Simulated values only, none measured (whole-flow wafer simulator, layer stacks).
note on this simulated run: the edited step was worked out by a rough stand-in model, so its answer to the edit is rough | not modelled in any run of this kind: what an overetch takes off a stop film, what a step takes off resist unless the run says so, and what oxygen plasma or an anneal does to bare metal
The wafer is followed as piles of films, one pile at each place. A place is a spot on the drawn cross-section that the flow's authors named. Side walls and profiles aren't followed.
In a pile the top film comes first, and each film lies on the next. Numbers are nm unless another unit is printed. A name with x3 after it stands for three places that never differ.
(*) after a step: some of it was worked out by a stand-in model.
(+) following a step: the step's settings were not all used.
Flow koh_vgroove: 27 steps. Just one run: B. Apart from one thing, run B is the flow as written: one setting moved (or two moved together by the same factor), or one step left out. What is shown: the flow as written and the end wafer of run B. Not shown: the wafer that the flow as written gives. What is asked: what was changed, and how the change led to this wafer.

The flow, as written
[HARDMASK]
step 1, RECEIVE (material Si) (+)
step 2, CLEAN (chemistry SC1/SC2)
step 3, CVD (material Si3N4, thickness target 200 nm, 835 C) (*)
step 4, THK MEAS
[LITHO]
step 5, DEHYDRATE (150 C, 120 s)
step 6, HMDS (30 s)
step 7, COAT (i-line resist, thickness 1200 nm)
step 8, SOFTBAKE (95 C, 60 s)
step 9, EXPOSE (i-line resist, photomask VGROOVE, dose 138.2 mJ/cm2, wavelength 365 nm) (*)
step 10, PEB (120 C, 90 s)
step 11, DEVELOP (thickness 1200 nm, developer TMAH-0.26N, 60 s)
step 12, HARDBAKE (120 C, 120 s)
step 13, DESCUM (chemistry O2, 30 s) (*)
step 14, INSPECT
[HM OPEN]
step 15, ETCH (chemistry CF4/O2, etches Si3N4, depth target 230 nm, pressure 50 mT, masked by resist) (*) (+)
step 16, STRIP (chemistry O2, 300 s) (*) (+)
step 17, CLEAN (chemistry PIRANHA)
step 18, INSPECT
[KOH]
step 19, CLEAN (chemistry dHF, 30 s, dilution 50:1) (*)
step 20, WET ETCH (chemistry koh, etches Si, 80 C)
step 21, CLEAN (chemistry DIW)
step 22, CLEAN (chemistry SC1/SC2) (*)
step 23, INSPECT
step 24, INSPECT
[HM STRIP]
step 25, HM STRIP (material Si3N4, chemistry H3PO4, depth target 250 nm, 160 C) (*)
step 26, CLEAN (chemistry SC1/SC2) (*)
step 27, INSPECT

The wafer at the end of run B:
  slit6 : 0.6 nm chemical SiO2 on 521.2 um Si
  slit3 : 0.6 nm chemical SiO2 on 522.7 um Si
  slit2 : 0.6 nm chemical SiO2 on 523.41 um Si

What caused this: step 15, ETCH: depth target 276 nm was run, while the flow as written has depth target 230 nm.

How this came from the change, step by step:
  step 15, ETCH (chemistry CF4/O2, etches Si3N4, depth target 230 nm, pressure 50 mT, masked by resist) (*) (+)
      slit3, slit2, slit6, slit20: Si3N4 loses 200 (all of it), chemical SiO2 loses 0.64 (all of it), Si loses 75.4 (as written it would have been: Si3N4 loses 200 (all of it), chemical SiO2 loses 0.64 (all of it), Si loses 29.4)
      field: i-line resist loses 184 (as written it would have been: i-line resist loses 153.3)
  step 16, STRIP (chemistry O2, 300 s) (*) (+)
      field: i-line resist loses 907 (all of it) (as written it would have been: i-line resist loses 937.7 (all of it))
